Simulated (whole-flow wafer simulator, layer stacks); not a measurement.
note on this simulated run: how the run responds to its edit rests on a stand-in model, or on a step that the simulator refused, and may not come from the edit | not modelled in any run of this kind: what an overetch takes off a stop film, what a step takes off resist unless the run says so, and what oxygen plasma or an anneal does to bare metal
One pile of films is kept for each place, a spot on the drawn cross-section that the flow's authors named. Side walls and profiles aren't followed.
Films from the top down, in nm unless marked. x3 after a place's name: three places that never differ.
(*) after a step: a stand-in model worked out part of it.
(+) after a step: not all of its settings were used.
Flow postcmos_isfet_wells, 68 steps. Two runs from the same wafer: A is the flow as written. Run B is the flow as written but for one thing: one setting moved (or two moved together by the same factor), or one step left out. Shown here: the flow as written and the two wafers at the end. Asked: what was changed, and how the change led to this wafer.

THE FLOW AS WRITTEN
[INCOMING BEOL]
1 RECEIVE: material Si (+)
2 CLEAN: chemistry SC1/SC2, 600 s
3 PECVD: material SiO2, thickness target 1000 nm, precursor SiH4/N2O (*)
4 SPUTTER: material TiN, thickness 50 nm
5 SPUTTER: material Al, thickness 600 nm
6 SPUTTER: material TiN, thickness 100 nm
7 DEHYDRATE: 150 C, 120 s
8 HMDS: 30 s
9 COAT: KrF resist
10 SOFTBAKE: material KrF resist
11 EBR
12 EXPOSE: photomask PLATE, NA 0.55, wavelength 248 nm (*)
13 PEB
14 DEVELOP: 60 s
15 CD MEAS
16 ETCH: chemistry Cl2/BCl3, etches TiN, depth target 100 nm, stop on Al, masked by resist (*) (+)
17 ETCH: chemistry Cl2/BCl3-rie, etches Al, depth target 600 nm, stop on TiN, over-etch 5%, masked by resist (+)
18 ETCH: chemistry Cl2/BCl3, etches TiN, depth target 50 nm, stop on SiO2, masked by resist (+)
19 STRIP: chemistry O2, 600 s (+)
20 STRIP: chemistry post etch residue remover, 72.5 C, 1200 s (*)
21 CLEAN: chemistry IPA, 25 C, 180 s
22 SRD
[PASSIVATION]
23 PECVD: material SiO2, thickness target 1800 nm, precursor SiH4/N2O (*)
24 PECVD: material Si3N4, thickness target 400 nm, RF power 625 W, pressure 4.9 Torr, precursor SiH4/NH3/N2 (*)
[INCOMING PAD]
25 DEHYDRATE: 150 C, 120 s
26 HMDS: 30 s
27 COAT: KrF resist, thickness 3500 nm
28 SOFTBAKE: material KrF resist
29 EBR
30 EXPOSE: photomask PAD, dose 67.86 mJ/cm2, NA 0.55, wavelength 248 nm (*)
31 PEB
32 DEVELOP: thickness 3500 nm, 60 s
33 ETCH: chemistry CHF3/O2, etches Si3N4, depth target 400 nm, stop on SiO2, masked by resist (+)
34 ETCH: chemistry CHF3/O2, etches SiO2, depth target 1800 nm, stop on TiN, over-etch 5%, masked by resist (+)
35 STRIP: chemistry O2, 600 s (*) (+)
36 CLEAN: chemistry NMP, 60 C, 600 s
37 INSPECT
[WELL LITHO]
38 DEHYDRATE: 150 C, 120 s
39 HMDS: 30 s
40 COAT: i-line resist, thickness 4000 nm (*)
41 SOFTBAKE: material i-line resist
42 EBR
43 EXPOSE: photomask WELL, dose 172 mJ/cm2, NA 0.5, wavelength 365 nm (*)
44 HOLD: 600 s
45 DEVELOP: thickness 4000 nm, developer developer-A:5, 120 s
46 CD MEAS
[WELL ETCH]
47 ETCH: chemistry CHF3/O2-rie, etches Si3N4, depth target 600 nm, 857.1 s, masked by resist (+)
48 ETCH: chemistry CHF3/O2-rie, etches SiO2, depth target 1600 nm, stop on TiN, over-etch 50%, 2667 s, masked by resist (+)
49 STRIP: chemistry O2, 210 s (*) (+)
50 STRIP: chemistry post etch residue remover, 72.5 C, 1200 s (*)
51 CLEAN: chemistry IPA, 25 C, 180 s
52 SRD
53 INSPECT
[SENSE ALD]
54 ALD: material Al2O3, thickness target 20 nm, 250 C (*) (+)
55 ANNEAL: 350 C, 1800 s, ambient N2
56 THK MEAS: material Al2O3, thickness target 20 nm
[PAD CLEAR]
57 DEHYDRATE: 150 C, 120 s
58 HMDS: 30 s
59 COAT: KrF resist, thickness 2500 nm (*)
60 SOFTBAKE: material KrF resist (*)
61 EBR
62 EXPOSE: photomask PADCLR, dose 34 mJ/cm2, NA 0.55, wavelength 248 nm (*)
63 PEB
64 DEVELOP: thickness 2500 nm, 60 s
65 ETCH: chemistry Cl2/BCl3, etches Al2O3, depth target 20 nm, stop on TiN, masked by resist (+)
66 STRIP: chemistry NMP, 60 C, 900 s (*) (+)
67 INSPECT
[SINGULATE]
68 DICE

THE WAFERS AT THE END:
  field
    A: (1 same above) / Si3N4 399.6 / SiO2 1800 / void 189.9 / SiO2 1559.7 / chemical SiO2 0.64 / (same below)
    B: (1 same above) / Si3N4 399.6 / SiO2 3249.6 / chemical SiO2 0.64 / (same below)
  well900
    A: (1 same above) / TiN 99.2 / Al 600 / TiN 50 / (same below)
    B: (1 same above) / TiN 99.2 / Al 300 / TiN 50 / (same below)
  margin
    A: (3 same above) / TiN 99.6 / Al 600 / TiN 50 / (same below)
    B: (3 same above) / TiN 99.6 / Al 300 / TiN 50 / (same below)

The cause: step 5, SPUTTER: thickness 300 nm was run, where the flow has thickness 600 nm.
It can be read off the wafer: well900 has Al 300, and step 5 as written asks for 600 nm.

How the change led to this, step by step:
  5 SPUTTER: material Al, thickness 600 nm
      field, margin, well900, well1300 x3, pad_rim, pad_clr, pad_open: A Al +600 (new film) | B Al +300 (new film)
  17 ETCH: chemistry Cl2/BCl3-rie, etches Al, depth target 600 nm, stop on TiN, over-etch 5%, masked by resist (+)
      margin, well900, well1300 x3, pad_rim, pad_clr, pad_open: A KrF resist -300 | B KrF resist -157.5
      field: A Al -600 (all of it) | B Al -300 (all of it)
  19 STRIP: chemistry O2, 600 s (+)
      margin, well900, well1300 x3, pad_rim, pad_clr, pad_open: A KrF resist -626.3 (all of it) | B KrF resist -768.8 (all of it)
  23 PECVD: material SiO2, thickness target 1800 nm, precursor SiH4/N2O (*)
      field: A SiO2 +1800 (new film), void +189.9 (new film), SiO2 +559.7 | B SiO2 +2249.6
